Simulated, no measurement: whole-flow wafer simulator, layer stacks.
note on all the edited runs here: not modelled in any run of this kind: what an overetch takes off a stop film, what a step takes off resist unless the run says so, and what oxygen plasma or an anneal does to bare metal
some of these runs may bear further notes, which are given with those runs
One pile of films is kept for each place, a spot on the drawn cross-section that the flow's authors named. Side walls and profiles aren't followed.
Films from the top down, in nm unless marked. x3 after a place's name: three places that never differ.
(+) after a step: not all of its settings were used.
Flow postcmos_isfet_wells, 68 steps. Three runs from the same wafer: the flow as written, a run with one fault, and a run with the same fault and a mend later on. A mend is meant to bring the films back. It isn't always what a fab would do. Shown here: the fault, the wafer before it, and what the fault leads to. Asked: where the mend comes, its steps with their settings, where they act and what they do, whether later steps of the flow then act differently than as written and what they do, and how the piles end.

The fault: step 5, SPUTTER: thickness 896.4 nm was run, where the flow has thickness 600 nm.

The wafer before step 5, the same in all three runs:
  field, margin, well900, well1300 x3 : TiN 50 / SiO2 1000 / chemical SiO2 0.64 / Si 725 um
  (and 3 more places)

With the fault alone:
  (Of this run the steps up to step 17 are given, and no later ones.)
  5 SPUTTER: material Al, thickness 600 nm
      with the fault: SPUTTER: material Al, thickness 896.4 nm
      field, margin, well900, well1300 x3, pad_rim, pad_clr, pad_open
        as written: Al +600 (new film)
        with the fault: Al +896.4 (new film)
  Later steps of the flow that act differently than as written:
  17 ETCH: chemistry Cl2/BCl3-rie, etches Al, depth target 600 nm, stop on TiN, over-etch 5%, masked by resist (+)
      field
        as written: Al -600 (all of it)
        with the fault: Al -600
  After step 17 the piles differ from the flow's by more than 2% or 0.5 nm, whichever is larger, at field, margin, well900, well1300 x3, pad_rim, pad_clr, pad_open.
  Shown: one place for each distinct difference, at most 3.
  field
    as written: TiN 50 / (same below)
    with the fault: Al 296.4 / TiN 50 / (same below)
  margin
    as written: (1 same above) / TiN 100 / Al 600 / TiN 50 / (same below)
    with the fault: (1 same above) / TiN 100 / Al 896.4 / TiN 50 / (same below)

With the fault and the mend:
  The mend comes after step 5.
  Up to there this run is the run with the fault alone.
  5a ETCH: chemistry al pan, depth target 296.4 nm
      field, margin, well900, well1300 x3, pad_rim, pad_clr, pad_open
        Al -296.4
  No later step of the flow acts differently than as written at any place that is followed.
  At the end the piles are the same as the flow's at every place that both follow.
